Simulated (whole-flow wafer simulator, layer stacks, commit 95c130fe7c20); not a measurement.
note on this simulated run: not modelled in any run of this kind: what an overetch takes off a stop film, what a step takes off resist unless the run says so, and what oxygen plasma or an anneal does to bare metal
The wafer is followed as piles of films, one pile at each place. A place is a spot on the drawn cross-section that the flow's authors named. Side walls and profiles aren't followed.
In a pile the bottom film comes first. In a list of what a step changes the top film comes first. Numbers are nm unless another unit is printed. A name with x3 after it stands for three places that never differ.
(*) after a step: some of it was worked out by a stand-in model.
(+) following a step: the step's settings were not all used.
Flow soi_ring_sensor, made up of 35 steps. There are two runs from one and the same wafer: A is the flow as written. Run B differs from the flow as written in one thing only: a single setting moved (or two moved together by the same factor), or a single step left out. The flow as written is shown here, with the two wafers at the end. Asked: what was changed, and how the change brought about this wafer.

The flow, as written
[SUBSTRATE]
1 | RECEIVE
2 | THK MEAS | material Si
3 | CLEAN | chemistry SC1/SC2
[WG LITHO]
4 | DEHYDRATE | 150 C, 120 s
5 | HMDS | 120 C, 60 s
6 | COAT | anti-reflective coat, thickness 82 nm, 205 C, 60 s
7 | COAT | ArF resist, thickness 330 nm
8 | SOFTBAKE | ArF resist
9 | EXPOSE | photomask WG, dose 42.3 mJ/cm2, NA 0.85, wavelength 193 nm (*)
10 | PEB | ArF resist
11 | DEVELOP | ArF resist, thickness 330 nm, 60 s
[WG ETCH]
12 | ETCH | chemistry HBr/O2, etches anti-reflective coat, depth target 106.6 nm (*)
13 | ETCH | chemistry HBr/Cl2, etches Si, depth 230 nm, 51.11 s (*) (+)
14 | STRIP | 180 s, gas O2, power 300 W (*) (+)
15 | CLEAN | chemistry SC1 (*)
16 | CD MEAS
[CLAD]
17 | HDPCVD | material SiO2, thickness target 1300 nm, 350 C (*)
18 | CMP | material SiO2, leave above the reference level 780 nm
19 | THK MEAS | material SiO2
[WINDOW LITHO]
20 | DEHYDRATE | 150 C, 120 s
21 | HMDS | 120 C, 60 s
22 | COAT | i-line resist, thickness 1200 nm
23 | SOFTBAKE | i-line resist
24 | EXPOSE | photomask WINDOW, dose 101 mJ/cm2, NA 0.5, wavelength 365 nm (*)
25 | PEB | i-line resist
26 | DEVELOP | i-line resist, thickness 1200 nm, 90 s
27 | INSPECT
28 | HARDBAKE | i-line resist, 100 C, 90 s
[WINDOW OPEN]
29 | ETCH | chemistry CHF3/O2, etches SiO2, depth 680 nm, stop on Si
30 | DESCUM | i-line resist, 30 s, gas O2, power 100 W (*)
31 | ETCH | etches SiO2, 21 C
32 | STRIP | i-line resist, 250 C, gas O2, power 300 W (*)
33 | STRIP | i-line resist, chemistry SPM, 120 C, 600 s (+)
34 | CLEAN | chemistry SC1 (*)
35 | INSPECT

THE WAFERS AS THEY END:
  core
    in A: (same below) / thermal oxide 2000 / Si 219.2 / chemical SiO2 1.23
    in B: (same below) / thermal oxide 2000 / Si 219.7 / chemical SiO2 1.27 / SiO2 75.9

The reason: step 29, ETCH: depth 242.1 nm was run, while the flow as written has depth 680 nm.

Step by step, how the change led to this:
  29 | ETCH | chemistry CHF3/O2, etches SiO2, depth 680 nm, stop on Si
      core, gap x2: A SiO2 loses 680 | B SiO2 loses 242.1
      field, core_clad, gap_clad: A i-line resist loses 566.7 | B i-line resist loses 201.8
  31 | ETCH | etches SiO2, 21 C
      core: A SiO2 loses 100 (all of it), chemical SiO2 loses 1.27 (all of it) | B SiO2 loses 462
  32 | STRIP | i-line resist, 250 C, gas O2, power 300 W (*)
      core: A chemical SiO2 gains 1.23 (new film), Si loses 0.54 | B nothing
      field, core_clad: A i-line resist loses 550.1 (all of it) | B i-line resist loses 915 (all of it)
